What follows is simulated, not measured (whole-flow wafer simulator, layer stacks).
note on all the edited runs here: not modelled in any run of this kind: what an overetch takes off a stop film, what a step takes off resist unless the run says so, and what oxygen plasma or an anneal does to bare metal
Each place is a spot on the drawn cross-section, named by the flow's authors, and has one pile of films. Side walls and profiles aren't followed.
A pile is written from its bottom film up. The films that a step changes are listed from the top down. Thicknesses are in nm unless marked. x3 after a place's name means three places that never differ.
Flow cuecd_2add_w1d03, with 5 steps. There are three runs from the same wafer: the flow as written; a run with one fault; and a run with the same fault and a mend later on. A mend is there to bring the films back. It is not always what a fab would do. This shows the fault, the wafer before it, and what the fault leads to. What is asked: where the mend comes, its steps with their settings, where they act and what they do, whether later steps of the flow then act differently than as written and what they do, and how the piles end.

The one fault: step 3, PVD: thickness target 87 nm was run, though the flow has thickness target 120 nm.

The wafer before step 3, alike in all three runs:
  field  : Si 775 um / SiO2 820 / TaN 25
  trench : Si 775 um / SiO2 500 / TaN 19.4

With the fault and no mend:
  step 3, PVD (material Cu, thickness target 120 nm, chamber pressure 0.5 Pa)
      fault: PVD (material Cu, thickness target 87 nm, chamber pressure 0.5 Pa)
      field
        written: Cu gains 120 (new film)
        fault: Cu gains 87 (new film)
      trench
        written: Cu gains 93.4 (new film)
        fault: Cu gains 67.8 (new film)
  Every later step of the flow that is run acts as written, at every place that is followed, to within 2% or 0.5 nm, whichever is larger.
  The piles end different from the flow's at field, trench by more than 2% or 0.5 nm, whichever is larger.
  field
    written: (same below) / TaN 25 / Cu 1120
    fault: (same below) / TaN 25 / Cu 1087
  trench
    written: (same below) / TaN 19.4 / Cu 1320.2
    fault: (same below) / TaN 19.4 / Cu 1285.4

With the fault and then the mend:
  The mend follows step 3.
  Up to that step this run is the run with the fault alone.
  step 3a, PVD (material Cu, thickness target 33 nm, chamber pressure 0.5 Pa) (the flow's step 3, run once more with other settings)
      field
        Cu gains 33
      trench
        Cu gains 24.8
  Every later step of the flow that is run acts as written, at every place that is followed, to within 2% or 0.5 nm, whichever is larger.
  The piles end the same as the flow's at every place that both follow.
